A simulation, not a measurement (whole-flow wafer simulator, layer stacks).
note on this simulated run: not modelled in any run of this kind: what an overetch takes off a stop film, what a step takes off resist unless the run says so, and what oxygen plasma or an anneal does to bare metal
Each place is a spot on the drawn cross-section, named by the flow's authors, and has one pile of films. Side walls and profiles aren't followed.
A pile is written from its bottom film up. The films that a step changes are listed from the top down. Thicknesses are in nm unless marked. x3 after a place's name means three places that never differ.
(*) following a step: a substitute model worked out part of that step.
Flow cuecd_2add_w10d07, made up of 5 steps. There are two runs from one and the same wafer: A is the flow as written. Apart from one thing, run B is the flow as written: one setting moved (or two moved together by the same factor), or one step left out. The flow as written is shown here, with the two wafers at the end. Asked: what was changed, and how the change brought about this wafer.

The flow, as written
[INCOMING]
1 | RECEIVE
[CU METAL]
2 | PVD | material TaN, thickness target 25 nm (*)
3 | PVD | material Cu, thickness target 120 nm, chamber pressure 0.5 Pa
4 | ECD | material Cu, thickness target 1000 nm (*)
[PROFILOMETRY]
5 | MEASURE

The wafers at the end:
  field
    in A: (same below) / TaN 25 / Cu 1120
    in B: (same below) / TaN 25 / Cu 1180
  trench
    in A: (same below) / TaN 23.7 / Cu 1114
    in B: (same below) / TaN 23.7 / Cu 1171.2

The reason: step 3, PVD: thickness target 180 nm was run, though the flow has thickness target 120 nm.

The path from the change to this, step by step:
  3 | PVD | material Cu, thickness target 120 nm, chamber pressure 0.5 Pa
      field: A +120 Cu (new film) | B +180 Cu (new film)
      trench: A +114 Cu (new film) | B +171.2 Cu (new film)
